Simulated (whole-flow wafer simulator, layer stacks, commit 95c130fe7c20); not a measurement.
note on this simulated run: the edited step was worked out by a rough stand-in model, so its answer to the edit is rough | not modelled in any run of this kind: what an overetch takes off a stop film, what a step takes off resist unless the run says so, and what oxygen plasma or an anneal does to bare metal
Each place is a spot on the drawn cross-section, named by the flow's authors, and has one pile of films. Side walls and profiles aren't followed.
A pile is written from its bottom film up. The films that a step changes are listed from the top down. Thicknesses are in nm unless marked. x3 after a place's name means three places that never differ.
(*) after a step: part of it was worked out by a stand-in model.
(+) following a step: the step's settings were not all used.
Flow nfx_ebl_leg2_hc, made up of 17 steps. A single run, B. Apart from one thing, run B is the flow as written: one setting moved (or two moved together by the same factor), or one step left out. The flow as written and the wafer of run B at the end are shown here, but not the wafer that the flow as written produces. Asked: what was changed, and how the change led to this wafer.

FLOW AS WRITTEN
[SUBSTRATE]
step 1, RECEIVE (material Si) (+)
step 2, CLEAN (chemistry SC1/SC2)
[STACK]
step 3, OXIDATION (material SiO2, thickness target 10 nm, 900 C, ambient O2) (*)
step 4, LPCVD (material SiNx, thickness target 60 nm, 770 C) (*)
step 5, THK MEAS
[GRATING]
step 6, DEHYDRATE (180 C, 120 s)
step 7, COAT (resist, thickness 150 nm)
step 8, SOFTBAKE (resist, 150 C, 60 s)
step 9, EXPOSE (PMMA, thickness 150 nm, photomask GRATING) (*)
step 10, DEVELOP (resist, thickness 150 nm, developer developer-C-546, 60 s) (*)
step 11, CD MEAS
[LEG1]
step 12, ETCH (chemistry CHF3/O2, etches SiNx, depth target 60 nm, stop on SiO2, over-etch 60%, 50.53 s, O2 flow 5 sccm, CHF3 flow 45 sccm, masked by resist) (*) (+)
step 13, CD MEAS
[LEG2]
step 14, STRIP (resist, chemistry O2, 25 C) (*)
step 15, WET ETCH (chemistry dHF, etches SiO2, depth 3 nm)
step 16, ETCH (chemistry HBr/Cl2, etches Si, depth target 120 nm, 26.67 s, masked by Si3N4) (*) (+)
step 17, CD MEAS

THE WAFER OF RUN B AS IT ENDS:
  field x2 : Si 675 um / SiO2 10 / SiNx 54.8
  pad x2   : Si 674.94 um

Cause: step 16, ETCH: depth target 54.8 nm was run, whereas the flow has depth target 120 nm; step 16, ETCH: 12.19 s was run, where the flow has 26.67 s.

The path from the change to this, step by step:
  step 16, ETCH (chemistry HBr/Cl2, etches Si, depth target 120 nm, 26.67 s, masked by Si3N4) (*) (+)
      field x2: SiNx loses 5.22 (as written it would have been: SiNx loses 11.4)
      pad x2: Si loses 54.8 (as written it would have been: Si loses 120)
